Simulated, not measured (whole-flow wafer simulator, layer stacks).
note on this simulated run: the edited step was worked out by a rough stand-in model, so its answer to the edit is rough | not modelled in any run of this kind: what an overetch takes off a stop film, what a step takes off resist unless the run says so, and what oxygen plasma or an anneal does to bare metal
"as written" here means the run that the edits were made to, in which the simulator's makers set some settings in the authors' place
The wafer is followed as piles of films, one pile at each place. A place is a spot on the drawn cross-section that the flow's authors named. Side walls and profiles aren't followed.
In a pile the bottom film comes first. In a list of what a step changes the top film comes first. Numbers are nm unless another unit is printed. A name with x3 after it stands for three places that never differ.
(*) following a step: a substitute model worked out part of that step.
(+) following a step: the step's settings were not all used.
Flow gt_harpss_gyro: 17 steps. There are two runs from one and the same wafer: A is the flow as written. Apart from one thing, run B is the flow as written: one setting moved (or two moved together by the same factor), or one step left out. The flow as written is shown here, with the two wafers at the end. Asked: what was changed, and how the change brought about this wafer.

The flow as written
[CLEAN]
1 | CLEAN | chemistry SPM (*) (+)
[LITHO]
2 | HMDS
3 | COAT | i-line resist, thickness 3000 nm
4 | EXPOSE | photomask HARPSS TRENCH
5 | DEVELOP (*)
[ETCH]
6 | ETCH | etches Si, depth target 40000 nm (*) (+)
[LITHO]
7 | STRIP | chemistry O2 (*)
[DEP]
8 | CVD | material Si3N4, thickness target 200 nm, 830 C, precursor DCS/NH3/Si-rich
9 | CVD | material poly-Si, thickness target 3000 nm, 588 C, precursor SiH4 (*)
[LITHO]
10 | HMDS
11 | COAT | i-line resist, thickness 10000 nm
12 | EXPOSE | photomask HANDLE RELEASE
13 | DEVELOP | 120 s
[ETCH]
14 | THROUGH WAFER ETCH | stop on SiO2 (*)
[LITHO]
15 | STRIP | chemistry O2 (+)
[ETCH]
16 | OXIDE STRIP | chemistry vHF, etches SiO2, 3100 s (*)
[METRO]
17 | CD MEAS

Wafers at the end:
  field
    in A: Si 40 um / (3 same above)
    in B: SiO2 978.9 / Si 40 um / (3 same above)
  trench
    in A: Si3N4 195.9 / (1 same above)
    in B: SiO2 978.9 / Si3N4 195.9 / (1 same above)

What caused this: step 16, OXIDE STRIP: 1318 s was run, though the flow has 3100 s.

The path from the change to this, step by step:
  16 | OXIDE STRIP | chemistry vHF, etches SiO2, 3100 s (*)
      field: A under 4 films: SiO2 loses 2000 (all of it) | B under 4 films: SiO2 loses 1021.1
      trench: A under 2 films: SiO2 loses 2000 (all of it) | B under 2 films: SiO2 loses 1021.1
